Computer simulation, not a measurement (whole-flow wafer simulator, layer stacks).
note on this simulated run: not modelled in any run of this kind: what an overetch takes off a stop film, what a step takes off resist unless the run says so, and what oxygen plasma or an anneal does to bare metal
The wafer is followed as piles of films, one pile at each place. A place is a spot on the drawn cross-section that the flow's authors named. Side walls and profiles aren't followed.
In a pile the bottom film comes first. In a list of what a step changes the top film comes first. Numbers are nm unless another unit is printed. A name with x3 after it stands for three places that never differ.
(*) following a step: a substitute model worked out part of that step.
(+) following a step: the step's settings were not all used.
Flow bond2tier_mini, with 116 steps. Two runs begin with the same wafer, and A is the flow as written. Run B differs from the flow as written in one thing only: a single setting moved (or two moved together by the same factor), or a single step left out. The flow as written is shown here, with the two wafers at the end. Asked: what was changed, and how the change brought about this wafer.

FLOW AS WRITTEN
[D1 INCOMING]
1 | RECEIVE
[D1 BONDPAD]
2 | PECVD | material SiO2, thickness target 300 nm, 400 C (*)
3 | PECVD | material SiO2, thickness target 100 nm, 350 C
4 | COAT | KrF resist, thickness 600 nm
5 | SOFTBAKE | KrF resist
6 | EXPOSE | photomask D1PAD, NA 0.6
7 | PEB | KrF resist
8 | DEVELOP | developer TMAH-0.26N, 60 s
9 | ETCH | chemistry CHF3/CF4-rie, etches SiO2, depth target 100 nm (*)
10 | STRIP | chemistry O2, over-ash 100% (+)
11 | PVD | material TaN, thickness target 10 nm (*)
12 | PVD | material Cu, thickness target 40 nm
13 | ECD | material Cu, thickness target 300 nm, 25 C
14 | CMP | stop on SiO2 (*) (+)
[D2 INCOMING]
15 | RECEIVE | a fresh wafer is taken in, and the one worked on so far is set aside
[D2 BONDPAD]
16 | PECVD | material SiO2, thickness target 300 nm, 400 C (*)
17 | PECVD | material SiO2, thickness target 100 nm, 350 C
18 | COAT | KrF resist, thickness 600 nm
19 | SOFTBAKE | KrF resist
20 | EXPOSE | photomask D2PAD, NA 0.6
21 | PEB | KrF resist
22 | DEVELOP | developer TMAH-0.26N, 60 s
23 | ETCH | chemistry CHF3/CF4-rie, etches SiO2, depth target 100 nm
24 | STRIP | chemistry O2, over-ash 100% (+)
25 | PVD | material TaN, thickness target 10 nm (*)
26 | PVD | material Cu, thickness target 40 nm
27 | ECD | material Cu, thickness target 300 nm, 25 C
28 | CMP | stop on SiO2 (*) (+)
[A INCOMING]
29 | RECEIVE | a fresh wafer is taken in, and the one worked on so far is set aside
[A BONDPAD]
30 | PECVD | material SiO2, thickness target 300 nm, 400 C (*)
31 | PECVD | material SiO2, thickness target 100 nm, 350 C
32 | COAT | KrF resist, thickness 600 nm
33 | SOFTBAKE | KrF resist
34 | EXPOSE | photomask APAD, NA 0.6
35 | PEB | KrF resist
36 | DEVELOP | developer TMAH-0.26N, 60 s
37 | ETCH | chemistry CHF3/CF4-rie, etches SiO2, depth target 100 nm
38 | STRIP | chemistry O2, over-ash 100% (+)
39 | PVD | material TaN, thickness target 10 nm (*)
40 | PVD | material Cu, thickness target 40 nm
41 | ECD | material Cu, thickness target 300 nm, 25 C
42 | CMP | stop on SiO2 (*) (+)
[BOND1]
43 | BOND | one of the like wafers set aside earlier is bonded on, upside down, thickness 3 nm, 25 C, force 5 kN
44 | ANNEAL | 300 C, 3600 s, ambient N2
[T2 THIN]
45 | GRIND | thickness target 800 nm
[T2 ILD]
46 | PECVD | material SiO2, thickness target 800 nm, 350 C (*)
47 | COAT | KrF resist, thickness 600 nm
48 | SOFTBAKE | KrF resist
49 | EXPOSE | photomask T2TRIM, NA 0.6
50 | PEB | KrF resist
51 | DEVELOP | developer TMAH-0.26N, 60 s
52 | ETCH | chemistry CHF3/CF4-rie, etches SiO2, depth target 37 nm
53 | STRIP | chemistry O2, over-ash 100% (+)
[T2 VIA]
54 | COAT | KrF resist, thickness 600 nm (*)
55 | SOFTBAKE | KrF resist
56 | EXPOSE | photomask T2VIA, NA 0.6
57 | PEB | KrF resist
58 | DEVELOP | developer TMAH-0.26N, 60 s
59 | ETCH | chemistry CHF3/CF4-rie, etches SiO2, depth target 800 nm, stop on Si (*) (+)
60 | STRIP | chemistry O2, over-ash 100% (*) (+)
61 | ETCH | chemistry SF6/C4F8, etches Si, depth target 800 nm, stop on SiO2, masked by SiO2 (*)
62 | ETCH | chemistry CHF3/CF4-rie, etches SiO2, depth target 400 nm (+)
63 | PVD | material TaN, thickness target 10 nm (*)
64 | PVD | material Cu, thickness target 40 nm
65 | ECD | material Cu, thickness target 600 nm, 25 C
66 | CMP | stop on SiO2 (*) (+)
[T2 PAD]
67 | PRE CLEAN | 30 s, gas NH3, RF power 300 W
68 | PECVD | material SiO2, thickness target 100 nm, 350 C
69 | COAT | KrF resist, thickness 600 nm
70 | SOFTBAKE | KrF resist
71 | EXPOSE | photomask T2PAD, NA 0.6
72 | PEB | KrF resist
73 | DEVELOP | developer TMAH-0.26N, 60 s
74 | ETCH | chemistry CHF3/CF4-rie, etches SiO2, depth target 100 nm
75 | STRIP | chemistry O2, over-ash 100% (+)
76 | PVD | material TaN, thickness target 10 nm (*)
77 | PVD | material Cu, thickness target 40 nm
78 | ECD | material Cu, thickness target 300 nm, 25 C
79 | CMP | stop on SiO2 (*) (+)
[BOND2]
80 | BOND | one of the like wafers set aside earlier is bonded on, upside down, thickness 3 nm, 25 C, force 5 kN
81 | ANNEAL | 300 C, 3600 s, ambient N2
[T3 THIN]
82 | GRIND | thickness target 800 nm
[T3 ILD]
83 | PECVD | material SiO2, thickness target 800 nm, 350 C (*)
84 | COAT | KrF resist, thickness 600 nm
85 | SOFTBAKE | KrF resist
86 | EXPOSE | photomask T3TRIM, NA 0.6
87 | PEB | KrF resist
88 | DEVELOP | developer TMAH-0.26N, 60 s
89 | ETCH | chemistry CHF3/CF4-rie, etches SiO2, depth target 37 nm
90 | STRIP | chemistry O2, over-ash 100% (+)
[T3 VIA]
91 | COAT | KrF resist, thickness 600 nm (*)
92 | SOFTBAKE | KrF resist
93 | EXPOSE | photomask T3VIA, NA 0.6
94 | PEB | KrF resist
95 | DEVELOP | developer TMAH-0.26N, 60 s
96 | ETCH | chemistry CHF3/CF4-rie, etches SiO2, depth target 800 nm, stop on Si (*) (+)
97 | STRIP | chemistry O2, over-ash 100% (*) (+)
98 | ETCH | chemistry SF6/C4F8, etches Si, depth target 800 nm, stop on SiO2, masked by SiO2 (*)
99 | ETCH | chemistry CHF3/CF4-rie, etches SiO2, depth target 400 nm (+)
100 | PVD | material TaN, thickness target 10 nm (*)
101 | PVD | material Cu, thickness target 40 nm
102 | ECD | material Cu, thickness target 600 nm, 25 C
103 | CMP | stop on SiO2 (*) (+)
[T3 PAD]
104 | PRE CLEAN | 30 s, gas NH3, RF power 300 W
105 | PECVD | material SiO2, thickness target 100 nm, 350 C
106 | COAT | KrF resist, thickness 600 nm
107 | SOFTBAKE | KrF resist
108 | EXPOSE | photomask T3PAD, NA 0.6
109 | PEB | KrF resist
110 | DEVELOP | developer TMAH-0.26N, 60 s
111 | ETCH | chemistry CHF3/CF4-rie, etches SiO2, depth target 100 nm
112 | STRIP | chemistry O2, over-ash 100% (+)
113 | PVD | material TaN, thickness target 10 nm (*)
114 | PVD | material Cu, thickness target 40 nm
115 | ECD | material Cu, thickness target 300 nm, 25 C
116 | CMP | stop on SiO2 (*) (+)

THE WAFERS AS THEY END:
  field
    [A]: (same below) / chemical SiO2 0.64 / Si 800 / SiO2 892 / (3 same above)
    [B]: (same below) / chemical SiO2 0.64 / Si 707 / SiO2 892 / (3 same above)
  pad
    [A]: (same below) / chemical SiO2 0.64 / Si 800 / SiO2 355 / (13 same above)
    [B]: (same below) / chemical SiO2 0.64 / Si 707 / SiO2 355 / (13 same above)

What caused this: step 45, GRIND: thickness target 707 nm was run, though the flow has thickness target 800 nm.
The wafer itself shows it: field has Si 707, and step 45 as written asks for 800 nm.

The path from the change to this, step by step:
  45 | GRIND | thickness target 800 nm
      field, pad, via: A -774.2 um Si | B -774.29 um Si
